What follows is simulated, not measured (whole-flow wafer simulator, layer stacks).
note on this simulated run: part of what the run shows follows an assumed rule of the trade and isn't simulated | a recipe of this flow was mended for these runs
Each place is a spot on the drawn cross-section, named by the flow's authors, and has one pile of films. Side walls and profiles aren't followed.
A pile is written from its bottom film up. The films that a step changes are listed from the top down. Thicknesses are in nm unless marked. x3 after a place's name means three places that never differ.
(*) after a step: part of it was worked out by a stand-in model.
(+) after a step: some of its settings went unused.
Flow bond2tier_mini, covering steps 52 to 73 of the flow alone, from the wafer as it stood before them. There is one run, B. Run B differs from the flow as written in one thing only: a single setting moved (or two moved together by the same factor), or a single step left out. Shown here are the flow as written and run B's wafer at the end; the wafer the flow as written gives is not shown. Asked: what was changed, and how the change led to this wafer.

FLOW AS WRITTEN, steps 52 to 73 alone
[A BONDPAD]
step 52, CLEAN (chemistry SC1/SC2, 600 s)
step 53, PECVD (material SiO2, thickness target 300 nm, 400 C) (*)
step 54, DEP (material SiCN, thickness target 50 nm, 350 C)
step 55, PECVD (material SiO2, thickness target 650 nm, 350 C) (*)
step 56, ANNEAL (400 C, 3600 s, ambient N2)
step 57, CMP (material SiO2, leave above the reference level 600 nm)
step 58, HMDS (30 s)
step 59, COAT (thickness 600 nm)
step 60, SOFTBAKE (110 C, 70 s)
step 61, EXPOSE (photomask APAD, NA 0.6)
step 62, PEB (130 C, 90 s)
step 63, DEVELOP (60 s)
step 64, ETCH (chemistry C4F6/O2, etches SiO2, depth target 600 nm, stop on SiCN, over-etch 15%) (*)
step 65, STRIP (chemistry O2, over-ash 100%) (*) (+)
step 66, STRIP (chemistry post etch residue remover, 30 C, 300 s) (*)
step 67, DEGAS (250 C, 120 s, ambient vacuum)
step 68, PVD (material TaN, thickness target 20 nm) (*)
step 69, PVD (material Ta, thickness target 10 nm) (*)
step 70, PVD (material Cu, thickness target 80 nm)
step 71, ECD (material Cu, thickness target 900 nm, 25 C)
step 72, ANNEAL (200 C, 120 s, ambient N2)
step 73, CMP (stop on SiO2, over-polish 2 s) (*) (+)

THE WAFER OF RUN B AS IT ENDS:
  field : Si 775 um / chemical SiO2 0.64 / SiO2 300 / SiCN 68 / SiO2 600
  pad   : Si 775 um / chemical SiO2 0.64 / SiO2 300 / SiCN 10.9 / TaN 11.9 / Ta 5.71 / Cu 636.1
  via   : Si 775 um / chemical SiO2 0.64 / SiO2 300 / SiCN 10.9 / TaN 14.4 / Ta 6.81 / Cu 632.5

Cause: step 54, DEP: thickness target 68 nm was run, whereas the flow has thickness target 50 nm; step 64, ETCH: depth target 816 nm was run, where the flow has depth target 600 nm.
The wafer itself shows it: field has SiCN 68, and step 54 as written asks for 50 nm.

Step by step, how the change led to this:
  step 54, DEP (material SiCN, thickness target 50 nm, 350 C)
      field, pad, via: SiCN gains 68 (new film) (in the flow as written it would be: SiCN gains 50 (new film))
  step 64, ETCH (chemistry C4F6/O2, etches SiO2, depth target 600 nm, stop on SiCN, over-etch 15%) (*)
      pad, via: SiO2 loses 600 (all of it), SiCN loses 57.1 (in the flow as written it would be: SiO2 loses 600 (all of it), SiCN loses 15.2)
      field: thick-KrF-resist loses 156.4 (in the flow as written it would be: thick-KrF-resist loses 115)
  step 65, STRIP (chemistry O2, over-ash 100%) (*) (+)
      field: thick-KrF-resist loses 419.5 (all of it) (in the flow as written it would be: thick-KrF-resist loses 460.9 (all of it))
  step 70, PVD (material Cu, thickness target 80 nm)
      pad: Cu gains 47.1 (new film) (in the flow as written it would be: Cu gains 48.4 (new film))
      via: Cu gains 57 (new film) (in the flow as written it would be: Cu gains 59 (new film))
  step 71, ECD (material Cu, thickness target 900 nm, 25 C)
      pad: Cu gains 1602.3 (in the flow as written it would be: Cu gains 1558.7)
      via: Cu gains 1588.9 (in the flow as written it would be: Cu gains 1544.3)
